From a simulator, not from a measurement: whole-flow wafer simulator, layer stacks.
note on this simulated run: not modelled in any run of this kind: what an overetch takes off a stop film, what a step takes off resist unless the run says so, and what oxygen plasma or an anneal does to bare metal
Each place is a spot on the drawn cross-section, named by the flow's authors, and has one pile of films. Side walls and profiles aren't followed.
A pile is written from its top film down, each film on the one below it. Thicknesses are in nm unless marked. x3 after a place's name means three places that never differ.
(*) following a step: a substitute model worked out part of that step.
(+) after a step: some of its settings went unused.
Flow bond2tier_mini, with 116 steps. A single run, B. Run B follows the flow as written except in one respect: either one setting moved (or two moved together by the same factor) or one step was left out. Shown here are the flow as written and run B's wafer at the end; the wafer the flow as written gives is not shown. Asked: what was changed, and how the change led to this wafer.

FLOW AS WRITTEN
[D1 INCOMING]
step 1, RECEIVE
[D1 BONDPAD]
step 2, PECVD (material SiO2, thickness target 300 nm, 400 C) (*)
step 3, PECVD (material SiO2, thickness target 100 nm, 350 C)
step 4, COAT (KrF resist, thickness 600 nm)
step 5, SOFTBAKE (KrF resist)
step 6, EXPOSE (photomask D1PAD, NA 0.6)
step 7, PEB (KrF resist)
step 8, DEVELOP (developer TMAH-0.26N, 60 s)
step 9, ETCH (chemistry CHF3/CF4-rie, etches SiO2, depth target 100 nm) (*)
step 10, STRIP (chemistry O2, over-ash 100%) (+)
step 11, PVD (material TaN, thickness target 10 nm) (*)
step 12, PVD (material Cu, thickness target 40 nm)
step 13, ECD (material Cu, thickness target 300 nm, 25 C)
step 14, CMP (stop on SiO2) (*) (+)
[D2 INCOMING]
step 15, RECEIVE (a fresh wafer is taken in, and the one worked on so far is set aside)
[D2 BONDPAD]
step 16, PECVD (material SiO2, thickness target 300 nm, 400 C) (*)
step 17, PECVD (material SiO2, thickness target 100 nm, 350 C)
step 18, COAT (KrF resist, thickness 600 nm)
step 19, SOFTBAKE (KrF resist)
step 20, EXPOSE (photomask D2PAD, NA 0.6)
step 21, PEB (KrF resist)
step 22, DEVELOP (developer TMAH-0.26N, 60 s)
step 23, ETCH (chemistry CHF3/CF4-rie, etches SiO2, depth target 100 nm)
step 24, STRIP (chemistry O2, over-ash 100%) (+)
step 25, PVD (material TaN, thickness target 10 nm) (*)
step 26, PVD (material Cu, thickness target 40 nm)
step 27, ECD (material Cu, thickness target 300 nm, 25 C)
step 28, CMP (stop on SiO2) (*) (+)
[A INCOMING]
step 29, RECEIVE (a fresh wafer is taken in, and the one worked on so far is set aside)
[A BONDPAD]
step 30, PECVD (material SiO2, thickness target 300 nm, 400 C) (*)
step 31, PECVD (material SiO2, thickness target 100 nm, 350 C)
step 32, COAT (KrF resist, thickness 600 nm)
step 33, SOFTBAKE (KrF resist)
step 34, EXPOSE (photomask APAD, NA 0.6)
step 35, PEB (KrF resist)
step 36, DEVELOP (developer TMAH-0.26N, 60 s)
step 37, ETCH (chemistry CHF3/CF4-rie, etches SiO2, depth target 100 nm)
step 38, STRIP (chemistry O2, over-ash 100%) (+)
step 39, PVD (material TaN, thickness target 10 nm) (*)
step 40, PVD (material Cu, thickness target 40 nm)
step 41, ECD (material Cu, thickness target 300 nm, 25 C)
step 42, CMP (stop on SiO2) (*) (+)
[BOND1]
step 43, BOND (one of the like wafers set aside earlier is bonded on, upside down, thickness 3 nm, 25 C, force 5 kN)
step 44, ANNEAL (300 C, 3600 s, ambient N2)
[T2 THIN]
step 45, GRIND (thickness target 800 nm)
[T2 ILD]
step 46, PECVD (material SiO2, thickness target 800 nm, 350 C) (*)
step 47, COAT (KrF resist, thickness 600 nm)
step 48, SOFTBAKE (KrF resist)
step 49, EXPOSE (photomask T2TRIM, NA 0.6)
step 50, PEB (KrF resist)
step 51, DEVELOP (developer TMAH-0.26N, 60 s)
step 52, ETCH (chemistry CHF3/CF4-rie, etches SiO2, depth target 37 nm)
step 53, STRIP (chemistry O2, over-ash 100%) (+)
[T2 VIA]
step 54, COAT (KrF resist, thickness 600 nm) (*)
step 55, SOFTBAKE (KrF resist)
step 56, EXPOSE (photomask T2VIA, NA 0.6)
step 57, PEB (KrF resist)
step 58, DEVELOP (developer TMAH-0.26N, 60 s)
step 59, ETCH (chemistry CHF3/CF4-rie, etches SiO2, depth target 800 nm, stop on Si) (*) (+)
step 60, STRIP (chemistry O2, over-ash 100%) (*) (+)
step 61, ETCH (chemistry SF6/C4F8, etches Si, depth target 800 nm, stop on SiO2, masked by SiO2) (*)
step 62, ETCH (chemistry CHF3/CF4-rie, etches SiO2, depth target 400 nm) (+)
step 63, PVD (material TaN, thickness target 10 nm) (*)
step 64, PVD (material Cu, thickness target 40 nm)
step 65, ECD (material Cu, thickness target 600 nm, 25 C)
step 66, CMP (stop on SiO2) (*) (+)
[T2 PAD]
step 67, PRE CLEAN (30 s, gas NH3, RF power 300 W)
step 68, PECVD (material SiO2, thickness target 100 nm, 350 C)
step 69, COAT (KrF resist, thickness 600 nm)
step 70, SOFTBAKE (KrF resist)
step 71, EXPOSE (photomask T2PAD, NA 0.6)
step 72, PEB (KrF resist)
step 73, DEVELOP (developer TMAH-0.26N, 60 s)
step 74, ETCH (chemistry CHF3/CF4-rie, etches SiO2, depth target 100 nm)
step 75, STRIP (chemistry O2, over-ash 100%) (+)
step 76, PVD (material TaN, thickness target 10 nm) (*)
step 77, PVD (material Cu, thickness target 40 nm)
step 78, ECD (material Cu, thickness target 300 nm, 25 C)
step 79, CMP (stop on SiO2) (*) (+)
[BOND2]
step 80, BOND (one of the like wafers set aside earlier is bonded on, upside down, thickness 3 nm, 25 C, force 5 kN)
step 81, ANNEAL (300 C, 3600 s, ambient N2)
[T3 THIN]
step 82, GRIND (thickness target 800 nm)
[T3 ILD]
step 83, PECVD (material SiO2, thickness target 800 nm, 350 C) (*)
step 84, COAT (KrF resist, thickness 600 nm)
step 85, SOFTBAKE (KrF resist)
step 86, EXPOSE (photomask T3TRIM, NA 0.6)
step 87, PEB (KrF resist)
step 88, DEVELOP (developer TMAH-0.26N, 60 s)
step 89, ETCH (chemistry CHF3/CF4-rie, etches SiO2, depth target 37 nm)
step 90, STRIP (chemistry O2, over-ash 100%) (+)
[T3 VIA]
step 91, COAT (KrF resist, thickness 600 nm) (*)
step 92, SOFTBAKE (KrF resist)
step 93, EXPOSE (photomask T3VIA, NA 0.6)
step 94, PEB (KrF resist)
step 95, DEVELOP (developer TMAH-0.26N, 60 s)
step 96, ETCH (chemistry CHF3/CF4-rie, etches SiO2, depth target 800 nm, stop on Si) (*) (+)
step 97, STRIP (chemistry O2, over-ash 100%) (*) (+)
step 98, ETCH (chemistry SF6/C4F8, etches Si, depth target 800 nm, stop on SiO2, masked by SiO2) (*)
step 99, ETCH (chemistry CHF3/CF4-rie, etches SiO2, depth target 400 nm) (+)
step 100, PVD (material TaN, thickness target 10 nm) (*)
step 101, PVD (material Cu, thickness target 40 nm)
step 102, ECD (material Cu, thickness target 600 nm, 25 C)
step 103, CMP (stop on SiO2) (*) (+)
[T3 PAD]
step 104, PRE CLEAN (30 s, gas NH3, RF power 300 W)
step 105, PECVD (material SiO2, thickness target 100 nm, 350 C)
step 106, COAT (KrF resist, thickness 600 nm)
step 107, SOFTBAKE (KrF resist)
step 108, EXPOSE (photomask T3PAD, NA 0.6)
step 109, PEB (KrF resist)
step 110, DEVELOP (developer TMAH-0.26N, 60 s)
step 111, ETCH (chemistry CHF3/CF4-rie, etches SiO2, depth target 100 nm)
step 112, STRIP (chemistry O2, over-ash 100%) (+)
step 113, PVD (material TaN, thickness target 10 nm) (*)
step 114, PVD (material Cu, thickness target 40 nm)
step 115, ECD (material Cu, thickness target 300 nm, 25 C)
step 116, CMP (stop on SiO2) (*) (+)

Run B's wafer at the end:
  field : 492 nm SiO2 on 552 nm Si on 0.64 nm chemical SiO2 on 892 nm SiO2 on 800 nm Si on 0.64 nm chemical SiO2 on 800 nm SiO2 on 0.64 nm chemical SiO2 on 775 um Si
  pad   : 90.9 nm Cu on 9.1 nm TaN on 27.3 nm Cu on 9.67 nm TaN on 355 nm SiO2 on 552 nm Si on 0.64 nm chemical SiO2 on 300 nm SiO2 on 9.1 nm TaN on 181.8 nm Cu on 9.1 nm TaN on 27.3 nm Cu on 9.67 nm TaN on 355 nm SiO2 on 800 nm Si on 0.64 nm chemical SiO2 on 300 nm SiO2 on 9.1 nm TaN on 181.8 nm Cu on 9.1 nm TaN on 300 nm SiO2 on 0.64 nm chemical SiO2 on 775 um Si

What caused this: step 82, GRIND: thickness target 552 nm was run, though the flow has thickness target 800 nm.
The wafer lets one read it off: field has Si 552, and step 82 as written asks for 800 nm.

The path from the change to this, step by step:
  step 82, GRIND (thickness target 800 nm)
      field, pad: Si loses 774.45 um (as written it would have been: Si loses 774.2 um)
